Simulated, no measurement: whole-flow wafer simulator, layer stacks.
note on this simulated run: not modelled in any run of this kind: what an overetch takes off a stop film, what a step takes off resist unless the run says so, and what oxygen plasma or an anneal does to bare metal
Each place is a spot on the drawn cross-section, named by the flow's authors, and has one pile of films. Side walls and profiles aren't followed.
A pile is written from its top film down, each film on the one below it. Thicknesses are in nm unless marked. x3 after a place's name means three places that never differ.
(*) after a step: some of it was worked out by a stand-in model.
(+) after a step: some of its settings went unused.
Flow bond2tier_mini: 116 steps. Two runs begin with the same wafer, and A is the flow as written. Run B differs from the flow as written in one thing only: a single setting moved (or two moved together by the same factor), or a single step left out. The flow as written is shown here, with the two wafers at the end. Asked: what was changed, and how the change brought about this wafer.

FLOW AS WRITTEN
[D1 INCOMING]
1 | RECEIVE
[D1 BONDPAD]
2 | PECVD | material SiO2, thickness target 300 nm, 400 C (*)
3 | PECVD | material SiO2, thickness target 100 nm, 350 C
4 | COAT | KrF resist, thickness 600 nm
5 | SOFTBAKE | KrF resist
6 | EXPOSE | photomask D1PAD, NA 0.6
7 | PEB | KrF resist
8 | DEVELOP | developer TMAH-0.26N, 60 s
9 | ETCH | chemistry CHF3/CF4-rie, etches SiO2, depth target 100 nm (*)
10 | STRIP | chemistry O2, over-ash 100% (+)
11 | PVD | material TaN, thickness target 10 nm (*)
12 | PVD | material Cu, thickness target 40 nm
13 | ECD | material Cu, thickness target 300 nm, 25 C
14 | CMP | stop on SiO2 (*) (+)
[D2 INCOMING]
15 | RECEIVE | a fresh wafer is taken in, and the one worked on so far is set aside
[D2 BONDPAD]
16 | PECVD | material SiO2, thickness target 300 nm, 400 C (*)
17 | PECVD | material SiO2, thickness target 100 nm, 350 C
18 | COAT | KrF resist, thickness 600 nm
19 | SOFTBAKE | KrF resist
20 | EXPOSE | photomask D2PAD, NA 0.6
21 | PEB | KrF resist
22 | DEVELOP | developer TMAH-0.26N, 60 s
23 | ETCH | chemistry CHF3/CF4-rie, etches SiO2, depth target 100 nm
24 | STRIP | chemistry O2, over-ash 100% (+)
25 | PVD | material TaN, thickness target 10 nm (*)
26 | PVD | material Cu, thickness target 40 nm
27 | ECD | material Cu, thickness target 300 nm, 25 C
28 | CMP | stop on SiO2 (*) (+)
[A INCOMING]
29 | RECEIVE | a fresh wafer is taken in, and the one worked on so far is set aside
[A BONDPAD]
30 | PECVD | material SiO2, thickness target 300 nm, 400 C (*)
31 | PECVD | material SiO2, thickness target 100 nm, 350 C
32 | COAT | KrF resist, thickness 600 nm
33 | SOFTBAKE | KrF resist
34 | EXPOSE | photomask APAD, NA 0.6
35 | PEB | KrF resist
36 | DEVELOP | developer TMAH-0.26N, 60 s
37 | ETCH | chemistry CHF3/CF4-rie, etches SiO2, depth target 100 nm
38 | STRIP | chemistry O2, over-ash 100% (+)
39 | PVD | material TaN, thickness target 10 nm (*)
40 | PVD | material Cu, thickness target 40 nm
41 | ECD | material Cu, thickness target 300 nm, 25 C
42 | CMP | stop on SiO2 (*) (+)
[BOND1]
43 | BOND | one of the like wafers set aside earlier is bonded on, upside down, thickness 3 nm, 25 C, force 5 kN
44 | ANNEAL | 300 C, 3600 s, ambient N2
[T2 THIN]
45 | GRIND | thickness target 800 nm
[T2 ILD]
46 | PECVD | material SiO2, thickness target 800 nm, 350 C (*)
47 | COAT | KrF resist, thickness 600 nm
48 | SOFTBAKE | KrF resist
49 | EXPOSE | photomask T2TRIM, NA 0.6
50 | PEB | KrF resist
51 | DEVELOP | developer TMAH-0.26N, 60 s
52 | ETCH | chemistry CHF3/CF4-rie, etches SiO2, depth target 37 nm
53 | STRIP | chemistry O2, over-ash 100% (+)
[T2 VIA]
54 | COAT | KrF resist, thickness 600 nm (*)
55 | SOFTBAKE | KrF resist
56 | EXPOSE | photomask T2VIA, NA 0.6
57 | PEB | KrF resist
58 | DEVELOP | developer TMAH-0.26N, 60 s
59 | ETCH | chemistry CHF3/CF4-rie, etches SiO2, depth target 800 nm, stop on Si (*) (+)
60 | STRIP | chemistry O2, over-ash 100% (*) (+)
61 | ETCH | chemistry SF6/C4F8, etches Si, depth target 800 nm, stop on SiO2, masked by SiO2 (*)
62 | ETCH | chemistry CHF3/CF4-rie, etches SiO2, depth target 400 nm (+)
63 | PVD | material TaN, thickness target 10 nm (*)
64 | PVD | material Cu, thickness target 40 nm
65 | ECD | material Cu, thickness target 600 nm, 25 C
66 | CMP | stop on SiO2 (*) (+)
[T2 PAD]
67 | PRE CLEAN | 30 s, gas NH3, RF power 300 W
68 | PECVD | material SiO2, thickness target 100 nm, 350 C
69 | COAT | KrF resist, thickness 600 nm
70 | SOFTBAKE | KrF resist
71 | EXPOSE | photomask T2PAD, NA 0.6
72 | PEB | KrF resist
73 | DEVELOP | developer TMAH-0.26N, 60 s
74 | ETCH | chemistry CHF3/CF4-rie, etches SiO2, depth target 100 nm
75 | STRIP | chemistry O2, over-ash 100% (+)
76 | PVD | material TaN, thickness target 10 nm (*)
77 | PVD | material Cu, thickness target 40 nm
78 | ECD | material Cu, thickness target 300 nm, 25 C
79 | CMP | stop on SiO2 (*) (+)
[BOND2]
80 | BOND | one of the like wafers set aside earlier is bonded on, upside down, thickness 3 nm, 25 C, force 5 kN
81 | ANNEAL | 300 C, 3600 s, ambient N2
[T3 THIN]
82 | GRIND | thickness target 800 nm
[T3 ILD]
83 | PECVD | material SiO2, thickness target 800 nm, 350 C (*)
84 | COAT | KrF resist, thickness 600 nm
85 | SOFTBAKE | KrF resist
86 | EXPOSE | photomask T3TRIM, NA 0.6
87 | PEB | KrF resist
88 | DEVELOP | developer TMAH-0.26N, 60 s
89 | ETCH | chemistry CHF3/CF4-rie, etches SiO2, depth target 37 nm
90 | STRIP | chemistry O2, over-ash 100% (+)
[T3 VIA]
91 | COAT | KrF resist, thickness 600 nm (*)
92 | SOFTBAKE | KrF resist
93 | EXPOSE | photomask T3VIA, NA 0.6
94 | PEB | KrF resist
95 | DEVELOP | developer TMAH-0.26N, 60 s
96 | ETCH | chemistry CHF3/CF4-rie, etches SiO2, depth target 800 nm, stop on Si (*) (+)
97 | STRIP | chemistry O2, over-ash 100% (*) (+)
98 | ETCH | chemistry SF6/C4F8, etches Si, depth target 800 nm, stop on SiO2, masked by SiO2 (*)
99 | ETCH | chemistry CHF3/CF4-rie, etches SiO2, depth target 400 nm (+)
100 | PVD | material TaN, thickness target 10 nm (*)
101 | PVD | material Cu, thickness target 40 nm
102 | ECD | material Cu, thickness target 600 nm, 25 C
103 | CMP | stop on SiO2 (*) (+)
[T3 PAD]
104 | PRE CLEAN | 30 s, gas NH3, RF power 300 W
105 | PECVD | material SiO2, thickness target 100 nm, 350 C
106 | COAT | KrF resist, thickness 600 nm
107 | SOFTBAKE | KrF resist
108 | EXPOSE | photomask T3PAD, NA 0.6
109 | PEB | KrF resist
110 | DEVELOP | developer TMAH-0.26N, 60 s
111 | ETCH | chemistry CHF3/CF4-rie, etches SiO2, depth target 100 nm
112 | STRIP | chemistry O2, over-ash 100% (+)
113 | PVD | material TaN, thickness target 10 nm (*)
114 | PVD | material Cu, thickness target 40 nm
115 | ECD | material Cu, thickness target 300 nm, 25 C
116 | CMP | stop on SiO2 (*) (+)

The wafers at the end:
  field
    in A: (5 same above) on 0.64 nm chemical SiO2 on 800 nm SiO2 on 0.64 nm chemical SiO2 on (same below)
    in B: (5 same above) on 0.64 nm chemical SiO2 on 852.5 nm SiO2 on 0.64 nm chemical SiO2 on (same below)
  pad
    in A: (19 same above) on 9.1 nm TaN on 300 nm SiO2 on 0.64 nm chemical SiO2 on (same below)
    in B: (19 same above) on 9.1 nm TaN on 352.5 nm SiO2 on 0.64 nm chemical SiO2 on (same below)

What caused this: step 31, PECVD: thickness target 152.5 nm was run, whereas the flow has thickness target 100 nm.

How this came from the change, step by step:
  31 | PECVD | material SiO2, thickness target 100 nm, 350 C
      field, pad, via: A +100 SiO2 | B +152.5 SiO2
